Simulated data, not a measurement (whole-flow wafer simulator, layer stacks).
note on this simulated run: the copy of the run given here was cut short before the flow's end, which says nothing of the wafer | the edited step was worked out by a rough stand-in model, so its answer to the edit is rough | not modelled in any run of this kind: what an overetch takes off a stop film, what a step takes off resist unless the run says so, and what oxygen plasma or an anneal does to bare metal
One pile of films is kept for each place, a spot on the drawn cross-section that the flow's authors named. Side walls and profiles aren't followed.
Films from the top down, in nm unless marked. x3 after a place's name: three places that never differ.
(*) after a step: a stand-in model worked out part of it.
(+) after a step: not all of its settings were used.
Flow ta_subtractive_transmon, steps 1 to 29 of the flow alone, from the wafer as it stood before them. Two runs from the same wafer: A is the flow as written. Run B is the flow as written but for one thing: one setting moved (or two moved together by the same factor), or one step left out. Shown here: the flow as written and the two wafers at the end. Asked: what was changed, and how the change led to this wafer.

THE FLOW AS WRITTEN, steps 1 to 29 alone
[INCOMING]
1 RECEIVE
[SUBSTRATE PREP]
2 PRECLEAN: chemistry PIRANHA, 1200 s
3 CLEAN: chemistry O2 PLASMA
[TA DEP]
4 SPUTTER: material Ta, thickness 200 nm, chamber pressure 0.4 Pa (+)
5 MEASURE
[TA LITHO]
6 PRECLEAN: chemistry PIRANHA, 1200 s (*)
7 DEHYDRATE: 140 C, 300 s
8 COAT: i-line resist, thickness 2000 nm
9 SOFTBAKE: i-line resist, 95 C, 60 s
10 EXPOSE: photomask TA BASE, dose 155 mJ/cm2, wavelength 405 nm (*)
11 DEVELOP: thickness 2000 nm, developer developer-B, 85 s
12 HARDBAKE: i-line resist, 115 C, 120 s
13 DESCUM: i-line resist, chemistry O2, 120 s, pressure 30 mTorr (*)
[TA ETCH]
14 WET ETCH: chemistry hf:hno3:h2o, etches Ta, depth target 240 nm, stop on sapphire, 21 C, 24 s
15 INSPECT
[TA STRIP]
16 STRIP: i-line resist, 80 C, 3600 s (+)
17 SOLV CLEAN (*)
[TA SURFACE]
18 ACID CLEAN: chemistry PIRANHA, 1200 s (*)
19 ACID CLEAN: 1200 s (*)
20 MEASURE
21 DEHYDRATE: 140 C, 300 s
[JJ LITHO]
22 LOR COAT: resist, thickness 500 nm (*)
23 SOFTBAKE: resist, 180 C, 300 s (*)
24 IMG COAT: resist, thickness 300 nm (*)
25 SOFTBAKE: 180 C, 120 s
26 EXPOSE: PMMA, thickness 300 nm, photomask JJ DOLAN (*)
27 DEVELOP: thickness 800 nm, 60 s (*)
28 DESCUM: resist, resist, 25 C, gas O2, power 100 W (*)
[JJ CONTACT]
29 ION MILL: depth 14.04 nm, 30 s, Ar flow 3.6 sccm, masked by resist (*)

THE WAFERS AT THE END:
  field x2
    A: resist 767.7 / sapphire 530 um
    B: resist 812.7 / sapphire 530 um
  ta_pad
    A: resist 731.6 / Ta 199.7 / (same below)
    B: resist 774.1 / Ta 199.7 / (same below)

The cause: step 24, IMG COAT: thickness 345 nm was run, where the flow has thickness 300 nm.

How the change led to this, step by step:
  24 IMG COAT: resist, thickness 300 nm (*)
      field x2, jj_line: A resist +300 | B resist +345
      lead: A resist +312.6 | B resist +358.9
      (and at 2 more places)
  27 DEVELOP: thickness 800 nm, 60 s (*)
      jj_line: A resist -800 (all of it) | B resist -845 (all of it)
      lead: A resist -867.4 (all of it) | B resist -913.7 (all of it)
      (and at 1 more place)
